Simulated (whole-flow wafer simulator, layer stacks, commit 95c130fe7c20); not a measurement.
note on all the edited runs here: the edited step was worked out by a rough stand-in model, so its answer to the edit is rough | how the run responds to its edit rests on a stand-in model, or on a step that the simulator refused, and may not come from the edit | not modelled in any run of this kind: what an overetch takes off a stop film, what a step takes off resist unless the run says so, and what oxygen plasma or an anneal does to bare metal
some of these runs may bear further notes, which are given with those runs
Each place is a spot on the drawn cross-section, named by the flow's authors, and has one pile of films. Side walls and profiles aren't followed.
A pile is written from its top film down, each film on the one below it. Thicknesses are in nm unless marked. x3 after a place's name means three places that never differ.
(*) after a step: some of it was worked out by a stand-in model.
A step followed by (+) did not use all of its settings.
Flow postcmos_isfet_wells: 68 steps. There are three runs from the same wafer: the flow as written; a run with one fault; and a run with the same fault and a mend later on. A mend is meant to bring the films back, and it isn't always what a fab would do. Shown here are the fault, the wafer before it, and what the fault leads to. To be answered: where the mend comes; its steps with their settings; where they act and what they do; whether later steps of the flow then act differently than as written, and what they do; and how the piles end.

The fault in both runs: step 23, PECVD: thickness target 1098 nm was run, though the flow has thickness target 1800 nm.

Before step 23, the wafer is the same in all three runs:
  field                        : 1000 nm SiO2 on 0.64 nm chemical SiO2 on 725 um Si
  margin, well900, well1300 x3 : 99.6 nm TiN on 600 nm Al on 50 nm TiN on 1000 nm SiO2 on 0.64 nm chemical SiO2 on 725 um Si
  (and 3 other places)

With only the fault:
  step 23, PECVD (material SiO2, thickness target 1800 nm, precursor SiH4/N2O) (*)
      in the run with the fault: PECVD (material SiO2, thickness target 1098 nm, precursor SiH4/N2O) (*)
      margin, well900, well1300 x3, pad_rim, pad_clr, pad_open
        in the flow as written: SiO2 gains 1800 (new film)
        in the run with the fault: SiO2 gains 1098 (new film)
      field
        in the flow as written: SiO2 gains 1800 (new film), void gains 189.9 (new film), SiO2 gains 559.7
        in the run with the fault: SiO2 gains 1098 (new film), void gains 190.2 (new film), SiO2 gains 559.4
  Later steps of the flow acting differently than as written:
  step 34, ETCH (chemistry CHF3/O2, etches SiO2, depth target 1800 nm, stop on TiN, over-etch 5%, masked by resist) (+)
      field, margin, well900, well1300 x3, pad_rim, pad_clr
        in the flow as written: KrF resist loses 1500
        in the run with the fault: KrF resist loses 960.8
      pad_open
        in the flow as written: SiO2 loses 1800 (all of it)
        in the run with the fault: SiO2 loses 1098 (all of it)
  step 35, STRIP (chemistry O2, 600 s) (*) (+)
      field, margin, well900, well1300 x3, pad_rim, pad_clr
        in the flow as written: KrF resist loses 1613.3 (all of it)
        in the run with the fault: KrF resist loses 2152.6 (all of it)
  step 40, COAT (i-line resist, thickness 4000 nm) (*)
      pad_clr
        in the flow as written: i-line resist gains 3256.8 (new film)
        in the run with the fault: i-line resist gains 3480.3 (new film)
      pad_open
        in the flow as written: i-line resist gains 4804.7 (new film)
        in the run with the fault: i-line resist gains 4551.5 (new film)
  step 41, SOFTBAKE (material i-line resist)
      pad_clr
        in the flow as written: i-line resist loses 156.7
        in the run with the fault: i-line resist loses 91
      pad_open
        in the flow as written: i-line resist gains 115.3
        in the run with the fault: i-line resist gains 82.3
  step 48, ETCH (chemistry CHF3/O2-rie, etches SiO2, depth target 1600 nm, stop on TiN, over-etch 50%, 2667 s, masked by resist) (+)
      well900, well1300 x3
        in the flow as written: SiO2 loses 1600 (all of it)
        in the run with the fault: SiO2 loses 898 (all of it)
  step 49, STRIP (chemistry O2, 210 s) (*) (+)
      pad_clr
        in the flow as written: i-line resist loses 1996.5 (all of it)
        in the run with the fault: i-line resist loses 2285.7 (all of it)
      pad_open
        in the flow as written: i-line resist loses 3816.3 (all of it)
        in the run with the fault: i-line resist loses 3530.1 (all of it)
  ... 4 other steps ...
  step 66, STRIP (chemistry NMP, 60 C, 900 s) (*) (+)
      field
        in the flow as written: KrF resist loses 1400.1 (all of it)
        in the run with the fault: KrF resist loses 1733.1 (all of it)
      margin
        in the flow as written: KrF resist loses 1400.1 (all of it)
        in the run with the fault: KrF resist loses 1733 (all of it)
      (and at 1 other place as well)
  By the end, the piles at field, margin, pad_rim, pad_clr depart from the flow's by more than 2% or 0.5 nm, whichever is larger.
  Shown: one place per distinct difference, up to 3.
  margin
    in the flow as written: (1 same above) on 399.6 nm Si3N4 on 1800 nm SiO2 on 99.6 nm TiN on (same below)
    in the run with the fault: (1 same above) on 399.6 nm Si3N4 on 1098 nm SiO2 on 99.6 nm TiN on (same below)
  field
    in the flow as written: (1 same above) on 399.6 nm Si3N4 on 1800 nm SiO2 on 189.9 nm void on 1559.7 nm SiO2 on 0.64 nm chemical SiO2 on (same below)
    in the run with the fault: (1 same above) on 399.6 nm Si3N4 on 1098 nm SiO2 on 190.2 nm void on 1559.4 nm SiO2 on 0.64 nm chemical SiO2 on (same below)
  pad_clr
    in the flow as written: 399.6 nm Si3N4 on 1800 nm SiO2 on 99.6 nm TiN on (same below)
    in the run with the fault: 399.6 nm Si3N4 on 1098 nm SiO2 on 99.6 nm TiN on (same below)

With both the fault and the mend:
  The mend stands after step 23.
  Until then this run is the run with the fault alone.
  step 23a, PECVD (material SiO2, thickness target 702 nm, precursor SiH4/N2O) (*) (a further turn of the flow's step 23, with different settings)
      field, margin, well900, well1300 x3, pad_rim, pad_clr, pad_open
        SiO2 gains 702
  Later steps of the flow that are run all act as written at every place that is followed.
  At the end the piles are close to the flow's at the places that both follow, differing by at most 2% or 0.5 nm, whichever is larger.
